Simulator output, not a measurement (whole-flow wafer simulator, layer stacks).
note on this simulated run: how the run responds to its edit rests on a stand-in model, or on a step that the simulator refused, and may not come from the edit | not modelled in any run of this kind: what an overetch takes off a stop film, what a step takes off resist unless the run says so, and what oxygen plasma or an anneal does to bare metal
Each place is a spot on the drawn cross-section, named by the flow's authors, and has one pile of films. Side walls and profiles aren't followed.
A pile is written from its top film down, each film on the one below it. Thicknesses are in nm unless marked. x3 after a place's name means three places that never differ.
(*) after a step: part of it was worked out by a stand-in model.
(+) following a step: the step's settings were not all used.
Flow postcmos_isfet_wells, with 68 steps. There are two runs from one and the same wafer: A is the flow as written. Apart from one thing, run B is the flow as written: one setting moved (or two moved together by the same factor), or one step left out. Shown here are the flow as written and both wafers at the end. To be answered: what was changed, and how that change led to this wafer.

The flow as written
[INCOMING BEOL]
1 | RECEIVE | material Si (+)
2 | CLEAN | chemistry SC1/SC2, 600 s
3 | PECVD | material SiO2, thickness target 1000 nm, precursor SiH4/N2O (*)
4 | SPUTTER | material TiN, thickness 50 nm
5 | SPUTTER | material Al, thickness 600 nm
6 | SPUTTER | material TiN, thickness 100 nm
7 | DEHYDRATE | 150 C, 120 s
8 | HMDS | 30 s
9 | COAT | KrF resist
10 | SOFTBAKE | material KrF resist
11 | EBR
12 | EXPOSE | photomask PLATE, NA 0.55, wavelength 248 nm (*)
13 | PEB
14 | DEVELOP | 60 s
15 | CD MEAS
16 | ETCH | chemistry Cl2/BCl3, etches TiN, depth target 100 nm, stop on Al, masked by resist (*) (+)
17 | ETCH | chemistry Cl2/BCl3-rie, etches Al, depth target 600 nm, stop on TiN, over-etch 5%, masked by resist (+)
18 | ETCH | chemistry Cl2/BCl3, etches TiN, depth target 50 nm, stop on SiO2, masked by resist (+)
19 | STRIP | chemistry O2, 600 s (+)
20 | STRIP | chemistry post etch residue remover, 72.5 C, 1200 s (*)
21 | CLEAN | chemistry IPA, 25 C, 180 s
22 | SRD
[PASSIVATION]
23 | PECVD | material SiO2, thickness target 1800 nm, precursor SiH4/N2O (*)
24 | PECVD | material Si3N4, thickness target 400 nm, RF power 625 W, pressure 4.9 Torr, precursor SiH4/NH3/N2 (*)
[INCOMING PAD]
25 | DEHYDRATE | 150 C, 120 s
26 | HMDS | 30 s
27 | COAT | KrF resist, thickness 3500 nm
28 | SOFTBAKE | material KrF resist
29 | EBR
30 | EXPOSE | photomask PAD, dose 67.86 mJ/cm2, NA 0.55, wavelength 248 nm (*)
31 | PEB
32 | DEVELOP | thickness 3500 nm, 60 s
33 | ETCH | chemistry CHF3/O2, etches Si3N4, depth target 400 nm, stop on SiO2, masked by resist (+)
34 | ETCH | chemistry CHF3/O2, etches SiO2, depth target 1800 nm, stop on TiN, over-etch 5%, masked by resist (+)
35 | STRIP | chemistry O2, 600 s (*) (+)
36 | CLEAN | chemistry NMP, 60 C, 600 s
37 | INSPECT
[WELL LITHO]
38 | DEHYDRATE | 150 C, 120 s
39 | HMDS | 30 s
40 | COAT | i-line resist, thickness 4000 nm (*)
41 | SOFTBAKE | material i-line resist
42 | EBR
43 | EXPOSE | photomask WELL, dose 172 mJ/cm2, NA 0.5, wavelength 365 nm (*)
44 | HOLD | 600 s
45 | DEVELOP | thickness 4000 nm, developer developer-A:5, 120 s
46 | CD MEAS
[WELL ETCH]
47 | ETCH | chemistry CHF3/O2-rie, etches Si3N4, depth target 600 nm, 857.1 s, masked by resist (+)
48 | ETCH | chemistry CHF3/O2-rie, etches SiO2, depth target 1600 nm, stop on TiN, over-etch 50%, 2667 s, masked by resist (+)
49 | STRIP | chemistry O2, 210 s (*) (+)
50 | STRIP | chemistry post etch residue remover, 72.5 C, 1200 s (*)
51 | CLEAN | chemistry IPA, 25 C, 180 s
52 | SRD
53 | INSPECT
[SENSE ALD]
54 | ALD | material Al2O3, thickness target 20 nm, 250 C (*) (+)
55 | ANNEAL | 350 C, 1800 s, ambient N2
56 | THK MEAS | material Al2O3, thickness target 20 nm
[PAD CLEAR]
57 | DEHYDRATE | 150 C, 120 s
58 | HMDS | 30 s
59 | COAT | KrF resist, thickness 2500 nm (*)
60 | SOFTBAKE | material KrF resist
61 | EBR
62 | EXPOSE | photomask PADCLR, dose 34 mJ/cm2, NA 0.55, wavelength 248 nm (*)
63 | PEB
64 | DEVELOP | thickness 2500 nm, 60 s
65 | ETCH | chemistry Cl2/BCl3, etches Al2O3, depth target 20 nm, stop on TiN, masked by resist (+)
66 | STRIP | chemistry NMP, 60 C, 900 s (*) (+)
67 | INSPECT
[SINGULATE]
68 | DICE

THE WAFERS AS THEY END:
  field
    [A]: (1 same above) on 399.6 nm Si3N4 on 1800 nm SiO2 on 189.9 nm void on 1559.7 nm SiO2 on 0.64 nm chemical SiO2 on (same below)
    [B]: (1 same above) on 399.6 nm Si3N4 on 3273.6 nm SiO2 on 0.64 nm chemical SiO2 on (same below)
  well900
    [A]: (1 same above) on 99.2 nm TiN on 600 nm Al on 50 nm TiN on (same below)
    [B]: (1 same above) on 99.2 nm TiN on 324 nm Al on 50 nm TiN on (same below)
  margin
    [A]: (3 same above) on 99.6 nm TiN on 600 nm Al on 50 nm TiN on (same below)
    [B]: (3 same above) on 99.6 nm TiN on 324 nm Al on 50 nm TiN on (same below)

The reason: step 5, SPUTTER: thickness 324 nm was run, though the flow has thickness 600 nm.
The wafer itself shows it: well900 has Al 324, and step 5 as written asks for 600 nm.

How this came from the change, step by step:
  5 | SPUTTER | material Al, thickness 600 nm
      field, margin, well900, well1300 x3, pad_rim, pad_clr, pad_open: A Al gains 600 (new film) | B Al gains 324 (new film)
  17 | ETCH | chemistry Cl2/BCl3-rie, etches Al, depth target 600 nm, stop on TiN, over-etch 5%, masked by resist (+)
      margin, well900, well1300 x3, pad_rim, pad_clr, pad_open: A KrF resist loses 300 | B KrF resist loses 170.1
      field: A Al loses 600 (all of it) | B Al loses 324 (all of it)
  19 | STRIP | chemistry O2, 600 s (+)
      margin, well900, well1300 x3, pad_rim, pad_clr, pad_open: A KrF resist loses 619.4 (all of it) | B KrF resist loses 749.3 (all of it)
  23 | PECVD | material SiO2, thickness target 1800 nm, precursor SiH4/N2O (*)
      field: A SiO2 gains 1800 (new film), void gains 189.9 (new film), SiO2 gains 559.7 | B SiO2 gains 2273.6
